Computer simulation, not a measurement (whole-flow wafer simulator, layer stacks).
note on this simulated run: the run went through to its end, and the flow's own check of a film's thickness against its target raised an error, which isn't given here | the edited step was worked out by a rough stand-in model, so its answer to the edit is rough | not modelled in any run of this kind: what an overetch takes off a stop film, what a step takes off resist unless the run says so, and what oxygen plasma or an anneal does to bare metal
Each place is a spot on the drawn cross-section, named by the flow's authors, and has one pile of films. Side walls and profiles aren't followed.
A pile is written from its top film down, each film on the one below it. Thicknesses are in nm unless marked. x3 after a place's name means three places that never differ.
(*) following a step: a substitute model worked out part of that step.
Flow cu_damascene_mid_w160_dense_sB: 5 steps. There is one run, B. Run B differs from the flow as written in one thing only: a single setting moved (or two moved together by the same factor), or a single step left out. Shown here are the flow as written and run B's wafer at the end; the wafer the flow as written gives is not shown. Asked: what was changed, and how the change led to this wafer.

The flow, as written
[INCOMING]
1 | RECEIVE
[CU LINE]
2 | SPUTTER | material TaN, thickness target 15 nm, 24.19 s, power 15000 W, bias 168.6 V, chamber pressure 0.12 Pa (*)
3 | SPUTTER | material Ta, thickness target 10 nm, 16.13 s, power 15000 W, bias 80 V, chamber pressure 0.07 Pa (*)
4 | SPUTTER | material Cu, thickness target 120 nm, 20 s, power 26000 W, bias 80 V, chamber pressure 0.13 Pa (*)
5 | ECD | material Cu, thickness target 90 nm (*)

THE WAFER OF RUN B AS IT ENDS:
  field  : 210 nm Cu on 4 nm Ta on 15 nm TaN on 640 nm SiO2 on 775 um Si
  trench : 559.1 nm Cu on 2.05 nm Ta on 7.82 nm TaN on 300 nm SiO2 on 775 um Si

The reason: step 3, SPUTTER: thickness target 4 nm was run, while the flow as written has thickness target 10 nm.
The wafer lets one read it off: field has Ta 4, and step 3 as written asks for 10 nm.

Step by step, how the change led to this:
  3 | SPUTTER | material Ta, thickness target 10 nm, 16.13 s, power 15000 W, bias 80 V, chamber pressure 0.07 Pa (*)
      field: +4 Ta (new film) (as written it would have been: +10 Ta (new film))
      trench: +2.05 Ta (new film) (as written it would have been: +5.14 Ta (new film))
